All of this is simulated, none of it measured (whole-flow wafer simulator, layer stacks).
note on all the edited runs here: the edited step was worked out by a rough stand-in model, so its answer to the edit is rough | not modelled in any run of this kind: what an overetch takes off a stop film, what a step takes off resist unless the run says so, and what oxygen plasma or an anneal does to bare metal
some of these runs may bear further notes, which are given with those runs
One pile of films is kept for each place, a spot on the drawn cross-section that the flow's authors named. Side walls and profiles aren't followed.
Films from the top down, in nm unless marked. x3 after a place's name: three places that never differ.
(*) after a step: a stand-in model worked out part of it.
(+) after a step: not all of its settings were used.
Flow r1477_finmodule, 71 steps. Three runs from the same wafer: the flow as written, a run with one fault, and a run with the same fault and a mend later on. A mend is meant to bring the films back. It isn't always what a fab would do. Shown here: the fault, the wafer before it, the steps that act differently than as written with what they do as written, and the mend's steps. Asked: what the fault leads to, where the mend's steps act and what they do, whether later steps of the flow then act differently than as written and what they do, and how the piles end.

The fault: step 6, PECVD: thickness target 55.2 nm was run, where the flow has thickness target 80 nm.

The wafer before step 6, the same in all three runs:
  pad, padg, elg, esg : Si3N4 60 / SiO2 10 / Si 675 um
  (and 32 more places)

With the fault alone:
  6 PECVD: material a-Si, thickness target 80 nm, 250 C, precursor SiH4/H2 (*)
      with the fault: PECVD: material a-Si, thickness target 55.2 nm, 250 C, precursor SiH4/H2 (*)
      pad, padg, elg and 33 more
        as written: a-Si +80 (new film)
        with the fault: a-Si +55.2 (new film)
  Later steps of the flow that act differently than as written (1 more step differs only slightly, by at most 2% or 0.5 nm, whichever is larger, and isn't shown):
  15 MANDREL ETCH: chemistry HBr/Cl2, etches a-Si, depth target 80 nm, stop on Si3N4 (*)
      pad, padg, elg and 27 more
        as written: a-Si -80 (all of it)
        with the fault: a-Si -55.2 (all of it)
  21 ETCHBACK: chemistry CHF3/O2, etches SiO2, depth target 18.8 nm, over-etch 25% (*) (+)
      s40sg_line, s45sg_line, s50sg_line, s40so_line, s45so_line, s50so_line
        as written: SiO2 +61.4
        with the fault: SiO2 +36.6
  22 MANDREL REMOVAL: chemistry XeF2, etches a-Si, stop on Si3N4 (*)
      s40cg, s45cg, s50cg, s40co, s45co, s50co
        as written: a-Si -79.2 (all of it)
        with the fault: a-Si -54.4 (all of it)
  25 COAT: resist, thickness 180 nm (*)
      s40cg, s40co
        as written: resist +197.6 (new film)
        with the fault: resist +191.4 (new film)
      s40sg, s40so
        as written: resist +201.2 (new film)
        with the fault: resist +195 (new film)
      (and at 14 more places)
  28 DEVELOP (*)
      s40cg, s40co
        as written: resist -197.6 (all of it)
        with the fault: resist -191.4 (all of it)
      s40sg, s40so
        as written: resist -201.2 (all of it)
        with the fault: resist -195 (all of it)
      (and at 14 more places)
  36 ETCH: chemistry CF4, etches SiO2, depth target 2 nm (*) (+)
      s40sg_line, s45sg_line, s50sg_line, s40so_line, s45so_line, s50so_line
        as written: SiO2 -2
        with the fault: SiO2 -0.6 (all of it), Si3N4 -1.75
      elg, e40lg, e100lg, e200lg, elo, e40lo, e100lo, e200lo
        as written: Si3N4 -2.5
        with the fault: Si3N4 -1.13
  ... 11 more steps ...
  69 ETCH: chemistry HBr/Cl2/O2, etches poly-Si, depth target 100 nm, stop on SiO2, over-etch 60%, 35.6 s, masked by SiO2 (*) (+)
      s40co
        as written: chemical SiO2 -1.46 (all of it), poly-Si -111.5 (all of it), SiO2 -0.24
        with the fault: chemical SiO2 -1.37 (all of it), poly-Si -135.4 (all of it), SiO2 -0.12
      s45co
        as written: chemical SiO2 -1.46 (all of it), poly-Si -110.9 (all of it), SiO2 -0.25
        with the fault: chemical SiO2 -1.37 (all of it), poly-Si -135.4 (all of it), SiO2 -0.12
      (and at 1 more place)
  At the end the piles differ from the flow's by more than 2% or 0.5 nm, whichever is larger, at pad, padg, elg and 27 more.
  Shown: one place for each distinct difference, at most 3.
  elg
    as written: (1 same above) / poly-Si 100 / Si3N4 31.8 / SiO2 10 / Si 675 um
    with the fault: (1 same above) / poly-Si 100 / SiO2 3 / Si 674.99 um
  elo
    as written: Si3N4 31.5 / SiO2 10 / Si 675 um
    with the fault: SiO2 2.58 / Si 674.99 um
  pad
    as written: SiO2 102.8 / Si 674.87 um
    with the fault: SiO2 81 / Si 674.87 um

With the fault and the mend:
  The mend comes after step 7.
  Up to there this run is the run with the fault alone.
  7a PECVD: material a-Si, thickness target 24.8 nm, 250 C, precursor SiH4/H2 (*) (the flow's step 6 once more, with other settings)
      pad, padg, elg and 33 more
        a-Si +24.8
  No later step of the flow acts differently than as written at any place that is followed.
  At the end the piles are the same as the flow's at every place that both follow.
